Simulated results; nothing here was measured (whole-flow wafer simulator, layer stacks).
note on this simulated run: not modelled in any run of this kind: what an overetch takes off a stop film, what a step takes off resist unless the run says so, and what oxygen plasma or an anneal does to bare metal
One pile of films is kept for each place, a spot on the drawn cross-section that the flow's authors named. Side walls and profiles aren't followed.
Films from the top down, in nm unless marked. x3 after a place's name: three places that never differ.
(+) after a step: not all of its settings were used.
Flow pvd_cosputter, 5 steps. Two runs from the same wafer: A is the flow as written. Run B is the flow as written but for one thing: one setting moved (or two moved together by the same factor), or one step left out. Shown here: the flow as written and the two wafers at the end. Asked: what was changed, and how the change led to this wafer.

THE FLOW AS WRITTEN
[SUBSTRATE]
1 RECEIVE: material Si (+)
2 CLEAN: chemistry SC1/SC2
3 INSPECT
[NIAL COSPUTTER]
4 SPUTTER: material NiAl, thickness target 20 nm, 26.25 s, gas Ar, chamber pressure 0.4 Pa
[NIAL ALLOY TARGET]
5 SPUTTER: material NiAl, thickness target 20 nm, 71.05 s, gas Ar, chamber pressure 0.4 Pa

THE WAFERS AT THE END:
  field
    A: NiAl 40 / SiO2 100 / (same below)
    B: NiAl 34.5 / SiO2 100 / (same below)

The cause: step 4, SPUTTER: thickness target 14.5 nm was run, where the flow has thickness target 20 nm; step 4, SPUTTER: 19.03 s was run, where the flow has 26.25 s.

How the change led to this, step by step:
  4 SPUTTER: material NiAl, thickness target 20 nm, 26.25 s, gas Ar, chamber pressure 0.4 Pa
      field: A NiAl +20 (new film) | B NiAl +14.5 (new film)
